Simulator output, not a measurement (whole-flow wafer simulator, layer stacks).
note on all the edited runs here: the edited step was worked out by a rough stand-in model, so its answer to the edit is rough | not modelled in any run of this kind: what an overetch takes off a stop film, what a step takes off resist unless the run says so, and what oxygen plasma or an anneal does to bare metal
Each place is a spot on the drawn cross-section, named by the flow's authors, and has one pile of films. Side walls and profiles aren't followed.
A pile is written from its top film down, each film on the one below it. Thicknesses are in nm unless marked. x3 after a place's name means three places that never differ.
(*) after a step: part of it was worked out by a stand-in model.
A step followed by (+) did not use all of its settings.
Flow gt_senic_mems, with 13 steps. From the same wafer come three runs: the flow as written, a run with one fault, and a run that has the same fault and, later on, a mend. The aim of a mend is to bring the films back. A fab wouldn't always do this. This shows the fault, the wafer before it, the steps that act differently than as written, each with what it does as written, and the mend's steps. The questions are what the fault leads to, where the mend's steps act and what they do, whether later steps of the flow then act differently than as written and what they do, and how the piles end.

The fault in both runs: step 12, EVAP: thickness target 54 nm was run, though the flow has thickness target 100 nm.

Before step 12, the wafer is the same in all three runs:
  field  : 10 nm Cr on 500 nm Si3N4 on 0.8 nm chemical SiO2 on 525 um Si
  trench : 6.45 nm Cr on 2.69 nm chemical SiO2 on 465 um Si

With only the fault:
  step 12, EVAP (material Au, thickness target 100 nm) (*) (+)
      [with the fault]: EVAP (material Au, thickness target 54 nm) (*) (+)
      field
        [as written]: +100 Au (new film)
        [with the fault]: +54 Au (new film)
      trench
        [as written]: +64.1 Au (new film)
        [with the fault]: +34.7 Au (new film)
  None of the later steps of the flow acts differently than as written at any place that is followed.
  At field, trench, the piles at the end differ from the flow's by more than 2% or 0.5 nm, whichever is larger.
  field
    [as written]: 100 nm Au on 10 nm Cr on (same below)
    [with the fault]: 54 nm Au on 10 nm Cr on (same below)
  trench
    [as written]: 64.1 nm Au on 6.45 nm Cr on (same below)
    [with the fault]: 34.7 nm Au on 6.45 nm Cr on (same below)

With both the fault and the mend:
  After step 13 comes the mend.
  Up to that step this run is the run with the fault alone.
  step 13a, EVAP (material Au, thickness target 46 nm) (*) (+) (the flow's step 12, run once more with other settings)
      field
        +46 Au
      trench
        +29.6 Au
  None of the later steps of the flow acts differently than as written at any place that is followed.
  When the end is reached, the piles differ only a little from the flow's at the places that both follow, at most by 2% or 0.5 nm, whichever is larger.
